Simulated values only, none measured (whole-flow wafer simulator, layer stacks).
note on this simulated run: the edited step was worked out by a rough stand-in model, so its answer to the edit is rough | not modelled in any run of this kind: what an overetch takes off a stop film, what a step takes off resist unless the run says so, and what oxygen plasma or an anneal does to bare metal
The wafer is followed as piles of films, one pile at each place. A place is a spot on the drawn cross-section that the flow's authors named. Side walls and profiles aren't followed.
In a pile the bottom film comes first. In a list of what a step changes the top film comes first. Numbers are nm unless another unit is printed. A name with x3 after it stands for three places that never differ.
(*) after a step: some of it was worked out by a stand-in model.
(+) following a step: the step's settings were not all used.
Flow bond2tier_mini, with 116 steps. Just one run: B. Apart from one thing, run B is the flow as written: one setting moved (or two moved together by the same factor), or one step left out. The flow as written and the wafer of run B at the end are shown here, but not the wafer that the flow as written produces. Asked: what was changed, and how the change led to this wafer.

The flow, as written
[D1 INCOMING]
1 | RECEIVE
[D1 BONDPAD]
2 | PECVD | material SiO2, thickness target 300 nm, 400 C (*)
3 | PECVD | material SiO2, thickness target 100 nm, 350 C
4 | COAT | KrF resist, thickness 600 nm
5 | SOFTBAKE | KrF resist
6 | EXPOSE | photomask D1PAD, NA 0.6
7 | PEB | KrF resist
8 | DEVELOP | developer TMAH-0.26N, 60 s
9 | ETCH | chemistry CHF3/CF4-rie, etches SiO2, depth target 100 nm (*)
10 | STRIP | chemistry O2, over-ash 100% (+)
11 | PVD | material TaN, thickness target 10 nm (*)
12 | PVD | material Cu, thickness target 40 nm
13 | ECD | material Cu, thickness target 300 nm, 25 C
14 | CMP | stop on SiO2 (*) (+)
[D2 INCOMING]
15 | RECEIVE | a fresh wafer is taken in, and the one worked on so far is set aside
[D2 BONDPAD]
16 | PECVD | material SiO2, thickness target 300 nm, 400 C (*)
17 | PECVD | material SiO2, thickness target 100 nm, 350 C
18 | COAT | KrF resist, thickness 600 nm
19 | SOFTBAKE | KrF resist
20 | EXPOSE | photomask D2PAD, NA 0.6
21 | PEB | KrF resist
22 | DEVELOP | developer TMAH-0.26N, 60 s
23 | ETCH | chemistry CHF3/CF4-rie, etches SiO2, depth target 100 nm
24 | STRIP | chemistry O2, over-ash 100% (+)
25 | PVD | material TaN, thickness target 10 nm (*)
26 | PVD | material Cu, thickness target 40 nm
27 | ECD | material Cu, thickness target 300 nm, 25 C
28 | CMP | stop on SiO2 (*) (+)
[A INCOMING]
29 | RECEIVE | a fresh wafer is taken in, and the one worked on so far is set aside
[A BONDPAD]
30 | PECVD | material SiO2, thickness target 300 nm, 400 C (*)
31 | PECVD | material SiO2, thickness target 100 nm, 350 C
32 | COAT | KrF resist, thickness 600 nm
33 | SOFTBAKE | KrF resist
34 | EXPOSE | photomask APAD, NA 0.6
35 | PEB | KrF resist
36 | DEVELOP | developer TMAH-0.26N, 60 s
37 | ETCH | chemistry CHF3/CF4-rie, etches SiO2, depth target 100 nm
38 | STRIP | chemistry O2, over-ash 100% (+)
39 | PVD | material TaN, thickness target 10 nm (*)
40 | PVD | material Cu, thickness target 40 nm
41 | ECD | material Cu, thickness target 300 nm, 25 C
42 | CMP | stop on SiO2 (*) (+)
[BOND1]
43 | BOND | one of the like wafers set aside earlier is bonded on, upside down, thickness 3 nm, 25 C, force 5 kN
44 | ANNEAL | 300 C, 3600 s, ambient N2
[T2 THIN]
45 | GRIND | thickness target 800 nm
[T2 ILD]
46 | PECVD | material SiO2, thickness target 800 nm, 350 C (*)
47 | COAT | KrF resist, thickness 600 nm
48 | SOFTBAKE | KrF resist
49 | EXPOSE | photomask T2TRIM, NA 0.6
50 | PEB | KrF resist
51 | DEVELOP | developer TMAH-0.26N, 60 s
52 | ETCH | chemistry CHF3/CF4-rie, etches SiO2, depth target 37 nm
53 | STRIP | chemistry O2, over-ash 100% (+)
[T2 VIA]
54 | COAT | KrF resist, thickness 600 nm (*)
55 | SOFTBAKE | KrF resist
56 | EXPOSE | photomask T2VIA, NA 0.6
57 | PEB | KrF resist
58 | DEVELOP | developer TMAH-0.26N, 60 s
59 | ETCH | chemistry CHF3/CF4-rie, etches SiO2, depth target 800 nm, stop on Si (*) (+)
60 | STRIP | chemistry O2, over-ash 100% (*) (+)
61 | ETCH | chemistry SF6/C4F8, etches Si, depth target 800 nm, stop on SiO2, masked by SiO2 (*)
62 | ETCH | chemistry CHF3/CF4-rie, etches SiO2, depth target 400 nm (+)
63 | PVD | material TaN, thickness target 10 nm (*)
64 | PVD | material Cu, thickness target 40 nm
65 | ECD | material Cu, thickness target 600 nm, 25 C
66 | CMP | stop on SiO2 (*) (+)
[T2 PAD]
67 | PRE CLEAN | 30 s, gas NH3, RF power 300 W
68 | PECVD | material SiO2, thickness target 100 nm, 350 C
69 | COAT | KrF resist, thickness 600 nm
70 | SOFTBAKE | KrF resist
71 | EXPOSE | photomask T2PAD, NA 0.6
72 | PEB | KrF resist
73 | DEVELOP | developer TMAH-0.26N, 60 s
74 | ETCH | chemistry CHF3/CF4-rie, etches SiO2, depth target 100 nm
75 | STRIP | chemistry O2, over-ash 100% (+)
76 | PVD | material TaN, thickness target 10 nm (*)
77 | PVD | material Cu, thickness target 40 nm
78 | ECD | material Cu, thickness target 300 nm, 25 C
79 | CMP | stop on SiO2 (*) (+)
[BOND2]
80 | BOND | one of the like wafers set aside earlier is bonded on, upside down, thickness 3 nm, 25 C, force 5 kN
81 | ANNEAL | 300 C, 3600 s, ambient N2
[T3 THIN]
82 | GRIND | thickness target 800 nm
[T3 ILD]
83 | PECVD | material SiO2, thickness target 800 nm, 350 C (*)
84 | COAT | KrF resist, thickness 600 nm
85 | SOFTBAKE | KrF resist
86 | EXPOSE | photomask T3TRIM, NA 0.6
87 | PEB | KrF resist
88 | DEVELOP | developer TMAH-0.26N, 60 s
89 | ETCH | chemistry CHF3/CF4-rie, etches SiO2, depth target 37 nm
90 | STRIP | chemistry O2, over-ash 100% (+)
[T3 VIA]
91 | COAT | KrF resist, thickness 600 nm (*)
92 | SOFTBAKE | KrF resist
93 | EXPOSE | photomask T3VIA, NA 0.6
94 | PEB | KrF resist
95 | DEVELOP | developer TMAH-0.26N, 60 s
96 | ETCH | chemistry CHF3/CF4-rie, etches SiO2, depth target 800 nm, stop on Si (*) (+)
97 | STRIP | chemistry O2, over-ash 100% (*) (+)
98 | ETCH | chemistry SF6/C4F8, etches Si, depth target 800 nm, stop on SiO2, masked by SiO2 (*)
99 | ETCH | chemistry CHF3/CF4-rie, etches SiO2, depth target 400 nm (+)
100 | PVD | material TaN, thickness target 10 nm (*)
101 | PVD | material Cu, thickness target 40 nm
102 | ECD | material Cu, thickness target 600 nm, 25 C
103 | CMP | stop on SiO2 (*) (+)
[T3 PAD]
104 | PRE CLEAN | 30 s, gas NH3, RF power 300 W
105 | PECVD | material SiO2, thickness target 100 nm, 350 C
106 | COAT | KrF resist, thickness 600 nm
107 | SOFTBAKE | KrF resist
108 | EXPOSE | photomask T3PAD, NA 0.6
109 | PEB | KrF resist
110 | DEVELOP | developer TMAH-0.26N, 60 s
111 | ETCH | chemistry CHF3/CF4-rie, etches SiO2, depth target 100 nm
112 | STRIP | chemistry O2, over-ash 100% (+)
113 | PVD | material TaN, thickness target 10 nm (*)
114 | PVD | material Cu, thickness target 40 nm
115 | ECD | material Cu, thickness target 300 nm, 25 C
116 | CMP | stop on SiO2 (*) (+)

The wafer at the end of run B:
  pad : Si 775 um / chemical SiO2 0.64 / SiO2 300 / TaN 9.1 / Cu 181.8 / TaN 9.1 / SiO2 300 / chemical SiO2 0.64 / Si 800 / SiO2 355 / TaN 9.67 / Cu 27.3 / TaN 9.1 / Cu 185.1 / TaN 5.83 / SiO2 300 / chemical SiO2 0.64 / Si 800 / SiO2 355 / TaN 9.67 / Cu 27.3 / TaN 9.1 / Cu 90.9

The reason: step 25, PVD: thickness target 6.4 nm was run, whereas the flow has thickness target 10 nm.

Step by step, how the change led to this:
  25 | PVD | material TaN, thickness target 10 nm (*)
      field: TaN gains 6.4 (new film) (in the flow as written it would be: TaN gains 10 (new film))
      pad: TaN gains 5.83 (new film) (in the flow as written it would be: TaN gains 9.1 (new film))
      (as well as at 1 more place)
  28 | CMP | stop on SiO2 (*) (+)
      field: Cu loses 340 (all of it), TaN loses 6.4 (all of it) (in the flow as written it would be: Cu loses 340 (all of it), TaN loses 10 (all of it))
  80 | BOND | one of the like wafers set aside earlier is bonded on, upside down, thickness 3 nm, 25 C, force 5 kN
      pad: Si gains 775 um (new film), chemical SiO2 gains 0.64 (new film), SiO2 gains 300 (new film), TaN gains 5.83 (new film), Cu gains 94.2 (in the flow as written it would be: Si gains 775 um (new film), chemical SiO2 gains 0.64 (new film), SiO2 gains 300 (new film), TaN gains 9.1 (new film), Cu gains 90.9)
